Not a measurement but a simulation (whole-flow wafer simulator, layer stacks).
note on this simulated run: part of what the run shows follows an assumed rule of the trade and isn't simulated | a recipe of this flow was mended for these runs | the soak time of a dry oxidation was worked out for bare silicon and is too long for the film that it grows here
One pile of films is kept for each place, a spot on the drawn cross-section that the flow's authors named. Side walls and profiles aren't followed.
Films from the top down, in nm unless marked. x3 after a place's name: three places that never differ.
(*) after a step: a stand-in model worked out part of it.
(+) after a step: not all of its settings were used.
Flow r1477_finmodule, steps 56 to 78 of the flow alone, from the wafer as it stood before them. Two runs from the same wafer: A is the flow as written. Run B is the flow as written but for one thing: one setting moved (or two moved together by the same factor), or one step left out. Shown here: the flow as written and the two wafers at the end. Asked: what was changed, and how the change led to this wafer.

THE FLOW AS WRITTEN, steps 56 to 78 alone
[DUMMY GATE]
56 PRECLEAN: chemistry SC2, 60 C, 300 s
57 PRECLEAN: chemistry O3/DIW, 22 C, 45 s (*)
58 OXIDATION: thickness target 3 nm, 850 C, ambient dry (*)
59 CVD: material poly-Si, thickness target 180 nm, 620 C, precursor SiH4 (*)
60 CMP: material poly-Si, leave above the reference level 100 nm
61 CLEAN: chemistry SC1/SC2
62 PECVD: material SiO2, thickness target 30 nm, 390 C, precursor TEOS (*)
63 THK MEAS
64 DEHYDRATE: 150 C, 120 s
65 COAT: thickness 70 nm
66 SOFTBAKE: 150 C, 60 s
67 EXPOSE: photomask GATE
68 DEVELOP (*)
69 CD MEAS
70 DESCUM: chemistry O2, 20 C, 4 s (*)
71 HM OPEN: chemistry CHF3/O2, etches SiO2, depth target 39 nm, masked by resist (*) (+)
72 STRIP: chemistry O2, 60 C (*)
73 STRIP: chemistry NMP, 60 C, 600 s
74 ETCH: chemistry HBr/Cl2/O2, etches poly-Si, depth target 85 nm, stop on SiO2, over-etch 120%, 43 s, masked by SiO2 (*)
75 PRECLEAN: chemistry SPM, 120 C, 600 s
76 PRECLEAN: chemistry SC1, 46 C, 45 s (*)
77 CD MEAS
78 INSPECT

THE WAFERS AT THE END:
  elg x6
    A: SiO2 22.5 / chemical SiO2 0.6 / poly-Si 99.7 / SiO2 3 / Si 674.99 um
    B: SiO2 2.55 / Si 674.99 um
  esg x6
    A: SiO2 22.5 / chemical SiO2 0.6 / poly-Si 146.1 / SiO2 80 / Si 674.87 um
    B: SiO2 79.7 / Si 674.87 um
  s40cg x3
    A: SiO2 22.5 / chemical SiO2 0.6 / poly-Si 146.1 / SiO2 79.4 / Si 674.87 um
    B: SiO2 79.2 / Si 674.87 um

The cause: step 62, PECVD: material SiO2, thickness target 30 nm, 390 C, precursor TEOS (*), was left out.

How the change led to this, step by step:
  71 HM OPEN: chemistry CHF3/O2, etches SiO2, depth target 39 nm, masked by resist (*) (+)
      pad, elo x6, eso x3, e200lo, e200so, s40co x3, s40so x3: A SiO2 -30 (all of it), chemical SiO2 -0.6 (all of it), poly-Si -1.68 | B chemical SiO2 -0.6 (all of it), poly-Si -7.68
      padg, elg x6, esg x6, e200lg, e200sg, s40cg x3: A e-beam-resist -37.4 | B e-beam-resist -7.94
  72 STRIP: chemistry O2, 60 C (*)
      padg, elg x6, esg x6, e200lg, e200sg, s40cg x3: A e-beam-resist -25.9 (all of it) | B e-beam-resist -55.4 (all of it), chemical SiO2 +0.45, poly-Si -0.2
  74 ETCH: chemistry HBr/Cl2/O2, etches poly-Si, depth target 85 nm, stop on SiO2, over-etch 120%, 43 s, masked by SiO2 (*)
      esg x6, e200sg, s40cg x3: A SiO2 -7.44 | B chemical SiO2 -1.05 (all of it), poly-Si -145.9 (all of it), SiO2 -0.21
      elg x6, e200lg: A SiO2 -7.44 | B chemical SiO2 -1.05 (all of it), poly-Si -99.5 (all of it), SiO2 -0.44
      (and at 19 more places)
